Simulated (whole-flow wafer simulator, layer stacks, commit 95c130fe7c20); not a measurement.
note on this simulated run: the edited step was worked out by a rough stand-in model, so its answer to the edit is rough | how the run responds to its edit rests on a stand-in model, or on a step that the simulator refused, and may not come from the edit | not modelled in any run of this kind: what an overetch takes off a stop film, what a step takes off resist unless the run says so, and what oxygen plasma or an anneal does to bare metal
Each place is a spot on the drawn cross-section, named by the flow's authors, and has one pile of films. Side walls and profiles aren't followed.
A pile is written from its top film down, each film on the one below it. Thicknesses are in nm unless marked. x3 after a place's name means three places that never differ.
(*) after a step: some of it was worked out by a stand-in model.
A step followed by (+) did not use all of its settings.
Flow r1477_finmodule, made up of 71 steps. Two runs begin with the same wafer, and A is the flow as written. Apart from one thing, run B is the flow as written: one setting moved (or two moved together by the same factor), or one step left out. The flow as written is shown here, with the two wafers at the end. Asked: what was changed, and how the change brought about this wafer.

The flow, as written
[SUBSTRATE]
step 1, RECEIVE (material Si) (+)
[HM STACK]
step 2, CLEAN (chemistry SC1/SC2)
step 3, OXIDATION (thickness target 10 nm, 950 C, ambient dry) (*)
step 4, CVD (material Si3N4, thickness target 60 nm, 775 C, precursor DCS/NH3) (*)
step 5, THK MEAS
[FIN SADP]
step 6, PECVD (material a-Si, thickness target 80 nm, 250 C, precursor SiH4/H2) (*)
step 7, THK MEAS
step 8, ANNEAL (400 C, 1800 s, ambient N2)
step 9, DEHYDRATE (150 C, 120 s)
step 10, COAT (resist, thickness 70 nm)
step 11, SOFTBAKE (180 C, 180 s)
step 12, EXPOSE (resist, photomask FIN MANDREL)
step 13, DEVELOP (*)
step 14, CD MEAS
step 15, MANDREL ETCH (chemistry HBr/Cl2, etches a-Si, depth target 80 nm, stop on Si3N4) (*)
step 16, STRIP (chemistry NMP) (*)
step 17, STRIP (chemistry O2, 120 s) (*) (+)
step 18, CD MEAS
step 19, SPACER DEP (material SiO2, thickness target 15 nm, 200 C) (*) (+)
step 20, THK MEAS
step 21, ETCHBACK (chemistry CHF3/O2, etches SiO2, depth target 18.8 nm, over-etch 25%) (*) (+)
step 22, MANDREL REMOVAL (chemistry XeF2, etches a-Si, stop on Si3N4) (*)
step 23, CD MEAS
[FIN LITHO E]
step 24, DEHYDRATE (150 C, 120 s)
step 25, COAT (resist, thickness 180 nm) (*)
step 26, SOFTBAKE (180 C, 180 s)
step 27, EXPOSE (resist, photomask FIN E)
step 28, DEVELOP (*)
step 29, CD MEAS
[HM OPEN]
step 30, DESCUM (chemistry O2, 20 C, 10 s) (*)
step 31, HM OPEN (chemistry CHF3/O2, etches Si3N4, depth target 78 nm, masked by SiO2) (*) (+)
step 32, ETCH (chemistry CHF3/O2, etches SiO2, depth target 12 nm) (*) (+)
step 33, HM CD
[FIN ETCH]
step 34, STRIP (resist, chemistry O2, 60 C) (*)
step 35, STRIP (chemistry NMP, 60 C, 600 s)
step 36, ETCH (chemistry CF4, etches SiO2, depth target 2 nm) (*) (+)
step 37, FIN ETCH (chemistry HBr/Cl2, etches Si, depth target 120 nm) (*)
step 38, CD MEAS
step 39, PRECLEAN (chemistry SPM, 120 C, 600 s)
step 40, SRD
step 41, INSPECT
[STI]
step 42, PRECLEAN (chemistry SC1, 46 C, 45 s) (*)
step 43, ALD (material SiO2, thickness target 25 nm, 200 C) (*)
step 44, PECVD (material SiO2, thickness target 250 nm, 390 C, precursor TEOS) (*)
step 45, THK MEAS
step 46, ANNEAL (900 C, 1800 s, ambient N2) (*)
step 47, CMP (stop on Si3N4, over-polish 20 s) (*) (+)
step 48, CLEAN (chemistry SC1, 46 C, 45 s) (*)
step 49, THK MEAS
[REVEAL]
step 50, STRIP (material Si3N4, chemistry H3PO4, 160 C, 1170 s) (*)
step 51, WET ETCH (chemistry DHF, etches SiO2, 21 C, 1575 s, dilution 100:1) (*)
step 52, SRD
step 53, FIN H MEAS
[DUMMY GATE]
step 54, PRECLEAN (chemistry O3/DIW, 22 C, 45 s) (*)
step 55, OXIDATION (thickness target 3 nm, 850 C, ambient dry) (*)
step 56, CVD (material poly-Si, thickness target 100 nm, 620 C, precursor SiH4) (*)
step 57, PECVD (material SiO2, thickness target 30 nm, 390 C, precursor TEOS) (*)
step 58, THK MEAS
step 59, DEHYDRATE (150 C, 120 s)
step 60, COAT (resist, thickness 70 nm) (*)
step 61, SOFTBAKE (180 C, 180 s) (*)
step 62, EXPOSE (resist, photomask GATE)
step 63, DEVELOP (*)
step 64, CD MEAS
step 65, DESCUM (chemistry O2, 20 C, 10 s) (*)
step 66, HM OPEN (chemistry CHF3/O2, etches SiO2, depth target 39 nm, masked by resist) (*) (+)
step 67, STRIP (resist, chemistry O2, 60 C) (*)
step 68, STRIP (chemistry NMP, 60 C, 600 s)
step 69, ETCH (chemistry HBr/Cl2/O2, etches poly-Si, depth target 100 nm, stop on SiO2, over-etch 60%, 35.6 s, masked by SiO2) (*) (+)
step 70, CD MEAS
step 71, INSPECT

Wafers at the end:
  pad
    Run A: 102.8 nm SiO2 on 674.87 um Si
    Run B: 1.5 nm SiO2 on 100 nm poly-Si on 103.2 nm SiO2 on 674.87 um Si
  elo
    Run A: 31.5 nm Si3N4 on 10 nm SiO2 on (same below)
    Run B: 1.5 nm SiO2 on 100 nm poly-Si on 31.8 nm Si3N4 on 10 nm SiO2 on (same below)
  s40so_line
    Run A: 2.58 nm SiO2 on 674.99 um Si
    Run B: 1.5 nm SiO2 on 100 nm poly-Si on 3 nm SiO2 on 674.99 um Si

What caused this: step 57, PECVD: thickness target 45.8 nm was run, though the flow has thickness target 30 nm.

The path from the change to this, step by step:
  step 57, PECVD (material SiO2, thickness target 30 nm, 390 C, precursor TEOS) (*)
      pad, padg, elg and 33 more: A SiO2 gains 30 (new film) | B SiO2 gains 45.8 (new film)
  step 66, HM OPEN (chemistry CHF3/O2, etches SiO2, depth target 39 nm, masked by resist) (*) (+)
      pad, elo, eso and 15 more: A SiO2 loses 30 (all of it), poly-Si loses 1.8 | B SiO2 loses 39
  step 67, STRIP (resist, chemistry O2, 60 C) (*)
      pad, elo, eso and 15 more: A chemical SiO2 gains 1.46 (new film), poly-Si loses 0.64 | B nothing
  step 69, ETCH (chemistry HBr/Cl2/O2, etches poly-Si, depth target 100 nm, stop on SiO2, over-etch 60%, 35.6 s, masked by SiO2) (*) (+)
      pad, eso, e40so and 8 more: A chemical SiO2 loses 1.46 (all of it), poly-Si loses 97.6 (all of it), SiO2 loses 0.42 | B SiO2 loses 5.3
      elo, e40lo, e100lo, e200lo: A chemical SiO2 loses 1.46 (all of it), poly-Si loses 97.6 (all of it), Si3N4 loses 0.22 | B SiO2 loses 5.3
      (also at 3 further places)
